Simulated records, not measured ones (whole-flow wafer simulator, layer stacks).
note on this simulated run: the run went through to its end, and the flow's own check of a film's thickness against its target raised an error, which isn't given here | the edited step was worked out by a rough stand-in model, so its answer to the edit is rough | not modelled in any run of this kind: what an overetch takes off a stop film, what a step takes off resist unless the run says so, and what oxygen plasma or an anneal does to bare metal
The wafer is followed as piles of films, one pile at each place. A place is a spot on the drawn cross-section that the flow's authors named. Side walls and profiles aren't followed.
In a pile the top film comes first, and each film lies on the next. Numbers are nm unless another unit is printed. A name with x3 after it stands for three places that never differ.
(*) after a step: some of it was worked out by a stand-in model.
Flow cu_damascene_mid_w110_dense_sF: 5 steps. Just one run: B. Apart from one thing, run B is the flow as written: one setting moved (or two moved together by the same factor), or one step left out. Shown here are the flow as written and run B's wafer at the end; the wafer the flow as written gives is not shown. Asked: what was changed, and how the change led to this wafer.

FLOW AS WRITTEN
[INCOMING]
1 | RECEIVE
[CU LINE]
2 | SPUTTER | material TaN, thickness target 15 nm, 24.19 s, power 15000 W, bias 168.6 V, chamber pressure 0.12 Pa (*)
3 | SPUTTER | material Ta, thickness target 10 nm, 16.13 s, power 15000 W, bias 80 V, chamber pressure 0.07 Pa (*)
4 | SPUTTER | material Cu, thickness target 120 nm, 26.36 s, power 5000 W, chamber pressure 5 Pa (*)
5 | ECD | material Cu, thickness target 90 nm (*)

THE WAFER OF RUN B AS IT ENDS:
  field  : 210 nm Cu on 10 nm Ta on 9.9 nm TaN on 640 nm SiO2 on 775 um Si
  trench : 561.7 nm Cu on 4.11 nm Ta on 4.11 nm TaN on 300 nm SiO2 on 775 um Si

The reason: step 2, SPUTTER: thickness target 9.9 nm was run, whereas the flow has thickness target 15 nm; step 2, SPUTTER: 16.01 s was run, where the flow has 24.19 s.
The wafer lets one read it off: field has TaN 9.9, and step 2 as written asks for 15 nm.

Step by step, how the change led to this:
  2 | SPUTTER | material TaN, thickness target 15 nm, 24.19 s, power 15000 W, bias 168.6 V, chamber pressure 0.12 Pa (*)
      field: +9.9 TaN (new film) (as written it would have been: +15 TaN (new film))
      trench: +4.11 TaN (new film) (as written it would have been: +6.23 TaN (new film))
